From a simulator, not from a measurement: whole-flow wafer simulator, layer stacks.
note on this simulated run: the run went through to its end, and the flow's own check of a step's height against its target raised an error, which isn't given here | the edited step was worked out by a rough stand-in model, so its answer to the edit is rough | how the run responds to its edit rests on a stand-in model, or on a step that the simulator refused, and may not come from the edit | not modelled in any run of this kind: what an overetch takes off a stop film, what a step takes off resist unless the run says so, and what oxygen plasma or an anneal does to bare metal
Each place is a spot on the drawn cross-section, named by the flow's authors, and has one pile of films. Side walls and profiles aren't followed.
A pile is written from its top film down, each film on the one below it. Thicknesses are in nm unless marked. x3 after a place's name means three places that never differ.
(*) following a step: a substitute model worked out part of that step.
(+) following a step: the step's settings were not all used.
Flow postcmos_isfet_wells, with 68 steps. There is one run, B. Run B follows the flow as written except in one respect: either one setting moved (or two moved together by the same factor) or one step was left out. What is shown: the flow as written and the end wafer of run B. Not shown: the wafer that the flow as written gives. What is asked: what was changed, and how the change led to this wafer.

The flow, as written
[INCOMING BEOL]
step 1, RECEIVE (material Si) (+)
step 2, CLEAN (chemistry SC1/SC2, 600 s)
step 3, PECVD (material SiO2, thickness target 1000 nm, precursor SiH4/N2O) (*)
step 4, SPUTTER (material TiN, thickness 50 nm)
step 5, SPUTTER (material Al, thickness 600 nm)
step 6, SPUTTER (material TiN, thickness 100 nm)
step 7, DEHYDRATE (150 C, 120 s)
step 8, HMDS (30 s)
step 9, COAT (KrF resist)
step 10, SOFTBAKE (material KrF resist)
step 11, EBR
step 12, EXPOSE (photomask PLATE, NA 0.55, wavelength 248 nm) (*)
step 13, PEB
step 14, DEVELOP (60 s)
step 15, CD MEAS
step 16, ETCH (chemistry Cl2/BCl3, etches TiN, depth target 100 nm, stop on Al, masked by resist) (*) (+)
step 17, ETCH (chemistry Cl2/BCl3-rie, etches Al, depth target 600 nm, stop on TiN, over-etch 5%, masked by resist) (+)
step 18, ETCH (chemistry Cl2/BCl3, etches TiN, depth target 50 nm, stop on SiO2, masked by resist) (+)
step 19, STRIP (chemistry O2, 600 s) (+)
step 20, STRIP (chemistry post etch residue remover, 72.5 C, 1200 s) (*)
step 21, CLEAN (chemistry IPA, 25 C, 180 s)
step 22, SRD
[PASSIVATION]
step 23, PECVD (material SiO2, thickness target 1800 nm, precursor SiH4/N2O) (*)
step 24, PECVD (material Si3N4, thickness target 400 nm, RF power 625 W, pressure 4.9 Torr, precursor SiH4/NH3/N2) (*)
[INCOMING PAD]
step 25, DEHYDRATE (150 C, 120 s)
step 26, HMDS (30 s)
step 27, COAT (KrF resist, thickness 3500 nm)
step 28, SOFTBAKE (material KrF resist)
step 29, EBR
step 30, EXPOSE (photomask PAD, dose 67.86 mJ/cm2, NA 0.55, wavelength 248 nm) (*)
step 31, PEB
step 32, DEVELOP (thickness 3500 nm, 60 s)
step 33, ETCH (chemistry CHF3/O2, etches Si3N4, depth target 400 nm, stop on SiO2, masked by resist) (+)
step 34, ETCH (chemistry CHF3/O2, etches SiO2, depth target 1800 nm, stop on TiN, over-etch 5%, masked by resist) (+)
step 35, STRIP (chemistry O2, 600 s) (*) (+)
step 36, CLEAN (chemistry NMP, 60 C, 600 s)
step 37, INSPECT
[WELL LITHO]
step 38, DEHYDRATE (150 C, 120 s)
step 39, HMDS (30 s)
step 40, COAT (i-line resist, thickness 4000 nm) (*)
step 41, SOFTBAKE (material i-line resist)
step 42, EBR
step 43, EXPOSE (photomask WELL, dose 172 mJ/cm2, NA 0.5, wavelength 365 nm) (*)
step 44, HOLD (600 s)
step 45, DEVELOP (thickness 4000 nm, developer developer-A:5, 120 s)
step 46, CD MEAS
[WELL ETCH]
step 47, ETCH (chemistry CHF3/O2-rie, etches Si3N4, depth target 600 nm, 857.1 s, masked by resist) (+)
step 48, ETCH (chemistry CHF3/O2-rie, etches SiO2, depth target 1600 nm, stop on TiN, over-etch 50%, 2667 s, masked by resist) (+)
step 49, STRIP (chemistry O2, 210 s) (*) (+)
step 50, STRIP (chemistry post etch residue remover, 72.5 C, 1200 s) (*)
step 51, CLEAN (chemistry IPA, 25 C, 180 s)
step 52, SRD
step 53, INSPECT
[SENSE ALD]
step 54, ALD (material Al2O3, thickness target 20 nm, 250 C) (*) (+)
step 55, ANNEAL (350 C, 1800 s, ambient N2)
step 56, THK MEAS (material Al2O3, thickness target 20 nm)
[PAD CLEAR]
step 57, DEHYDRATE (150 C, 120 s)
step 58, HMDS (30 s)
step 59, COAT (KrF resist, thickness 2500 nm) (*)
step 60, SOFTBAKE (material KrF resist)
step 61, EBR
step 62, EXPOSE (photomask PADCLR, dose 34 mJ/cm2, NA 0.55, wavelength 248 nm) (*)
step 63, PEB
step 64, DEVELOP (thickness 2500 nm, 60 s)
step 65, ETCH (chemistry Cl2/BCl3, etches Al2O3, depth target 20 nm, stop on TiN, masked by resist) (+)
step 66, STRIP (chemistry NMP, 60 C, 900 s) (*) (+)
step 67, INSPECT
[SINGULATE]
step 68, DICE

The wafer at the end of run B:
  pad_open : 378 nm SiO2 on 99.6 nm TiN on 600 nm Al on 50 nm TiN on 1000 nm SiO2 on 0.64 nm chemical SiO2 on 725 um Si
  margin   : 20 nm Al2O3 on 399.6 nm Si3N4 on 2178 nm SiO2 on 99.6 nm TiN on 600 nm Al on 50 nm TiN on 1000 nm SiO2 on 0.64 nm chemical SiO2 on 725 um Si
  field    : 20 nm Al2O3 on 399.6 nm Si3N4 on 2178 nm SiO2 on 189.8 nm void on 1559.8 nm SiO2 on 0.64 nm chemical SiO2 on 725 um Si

Cause: step 23, PECVD: thickness target 2178 nm was run, though the flow has thickness target 1800 nm.
The wafer lets one read it off: margin has SiO2 2178, and step 23 as written asks for 1800 nm.

How this came from the change, step by step:
  step 23, PECVD (material SiO2, thickness target 1800 nm, precursor SiH4/N2O) (*)
      margin, well900, well1300 x3, pad_rim, pad_clr, pad_open: +2178 SiO2 (new film) (in the flow as written it would be: +1800 SiO2 (new film))
      field: +2178 SiO2 (new film), +189.8 void (new film), +559.8 SiO2 (in the flow as written it would be: +1800 SiO2 (new film), +189.9 void (new film), +559.7 SiO2)
  step 34, ETCH (chemistry CHF3/O2, etches SiO2, depth target 1800 nm, stop on TiN, over-etch 5%, masked by resist) (+)
      pad_open: -1800 SiO2 (in the flow as written it would be: -1800 SiO2 (all of it))
  step 48, ETCH (chemistry CHF3/O2-rie, etches SiO2, depth target 1600 nm, stop on TiN, over-etch 50%, 2667 s, masked by resist) (+)
      well900, well1300 x3: -1978 SiO2 (all of it) (in the flow as written it would be: -1600 SiO2 (all of it))
  step 59, COAT (KrF resist, thickness 2500 nm) (*)
      field: +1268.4 KrF resist (new film) (in the flow as written it would be: +1449 KrF resist (new film))
      margin: +1268.3 KrF resist (new film) (in the flow as written it would be: +1448.9 KrF resist (new film))
  step 63, PEB
      field, margin: -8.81 KrF resist (in the flow as written it would be: -10.1 KrF resist)
  step 66, STRIP (chemistry NMP, 60 C, 900 s) (*) (+)
      field, margin: -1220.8 KrF resist (all of it) (in the flow as written it would be: -1400.1 KrF resist (all of it))
